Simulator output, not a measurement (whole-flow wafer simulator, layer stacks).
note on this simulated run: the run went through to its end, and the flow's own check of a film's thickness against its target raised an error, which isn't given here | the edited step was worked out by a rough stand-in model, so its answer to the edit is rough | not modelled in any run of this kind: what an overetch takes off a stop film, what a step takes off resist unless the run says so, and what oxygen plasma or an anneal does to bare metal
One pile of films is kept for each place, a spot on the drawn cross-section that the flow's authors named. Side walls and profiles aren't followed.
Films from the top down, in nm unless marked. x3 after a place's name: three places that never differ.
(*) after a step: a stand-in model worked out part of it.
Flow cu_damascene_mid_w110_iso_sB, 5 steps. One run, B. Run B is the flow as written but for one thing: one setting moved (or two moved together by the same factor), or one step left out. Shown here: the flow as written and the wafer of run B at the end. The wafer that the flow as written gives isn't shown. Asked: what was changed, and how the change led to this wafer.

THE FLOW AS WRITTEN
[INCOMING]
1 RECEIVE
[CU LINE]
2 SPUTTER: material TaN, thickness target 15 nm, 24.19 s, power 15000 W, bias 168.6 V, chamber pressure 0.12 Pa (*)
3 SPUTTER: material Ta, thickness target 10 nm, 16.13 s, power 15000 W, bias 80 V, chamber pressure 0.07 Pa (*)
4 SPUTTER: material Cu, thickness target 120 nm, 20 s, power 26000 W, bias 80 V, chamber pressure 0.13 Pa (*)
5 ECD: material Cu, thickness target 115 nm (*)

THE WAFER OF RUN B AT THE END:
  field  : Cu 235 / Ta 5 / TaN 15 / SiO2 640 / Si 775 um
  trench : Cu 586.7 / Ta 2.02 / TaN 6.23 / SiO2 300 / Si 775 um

The cause: step 3, SPUTTER: thickness target 5 nm was run, where the flow has thickness target 10 nm.
It can be read off the wafer: field has Ta 5, and step 3 as written asks for 10 nm.

How the change led to this, step by step:
  3 SPUTTER: material Ta, thickness target 10 nm, 16.13 s, power 15000 W, bias 80 V, chamber pressure 0.07 Pa (*)
      field: Ta +5 (new film) (as written it would be: Ta +10 (new film))
      trench: Ta +2.02 (new film) (as written it would be: Ta +4.05 (new film))
